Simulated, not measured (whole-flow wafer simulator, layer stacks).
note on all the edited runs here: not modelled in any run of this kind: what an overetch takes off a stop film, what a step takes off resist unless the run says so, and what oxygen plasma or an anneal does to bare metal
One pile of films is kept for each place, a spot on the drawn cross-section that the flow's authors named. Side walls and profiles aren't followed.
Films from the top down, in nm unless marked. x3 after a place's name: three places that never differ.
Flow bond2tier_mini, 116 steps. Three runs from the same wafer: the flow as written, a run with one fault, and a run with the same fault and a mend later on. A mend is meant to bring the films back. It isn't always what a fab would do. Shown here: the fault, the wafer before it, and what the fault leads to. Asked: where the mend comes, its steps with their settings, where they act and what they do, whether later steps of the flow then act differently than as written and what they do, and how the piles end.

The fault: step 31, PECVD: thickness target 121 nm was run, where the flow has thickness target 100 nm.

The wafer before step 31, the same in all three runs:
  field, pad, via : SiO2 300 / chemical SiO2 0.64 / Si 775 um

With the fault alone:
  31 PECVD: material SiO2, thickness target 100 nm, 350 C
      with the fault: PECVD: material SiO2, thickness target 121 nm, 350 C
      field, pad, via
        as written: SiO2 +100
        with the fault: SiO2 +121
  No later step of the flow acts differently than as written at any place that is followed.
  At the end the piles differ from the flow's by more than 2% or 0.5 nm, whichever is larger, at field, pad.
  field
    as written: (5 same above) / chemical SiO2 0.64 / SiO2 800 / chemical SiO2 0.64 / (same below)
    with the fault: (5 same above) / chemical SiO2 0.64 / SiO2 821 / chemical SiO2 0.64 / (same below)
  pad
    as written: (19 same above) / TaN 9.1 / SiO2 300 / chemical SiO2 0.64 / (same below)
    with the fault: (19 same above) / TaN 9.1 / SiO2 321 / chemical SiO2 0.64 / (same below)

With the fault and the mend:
  The mend comes after step 31.
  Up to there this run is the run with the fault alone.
  31a ETCH: chemistry CHF3/CF4-rie, etches SiO2, depth target 21 nm (the flow's step 9 once more, with other settings)
      field, pad, via
        SiO2 -21
  No later step of the flow acts differently than as written at any place that is followed.
  At the end the piles are the same as the flow's at every place that both follow.
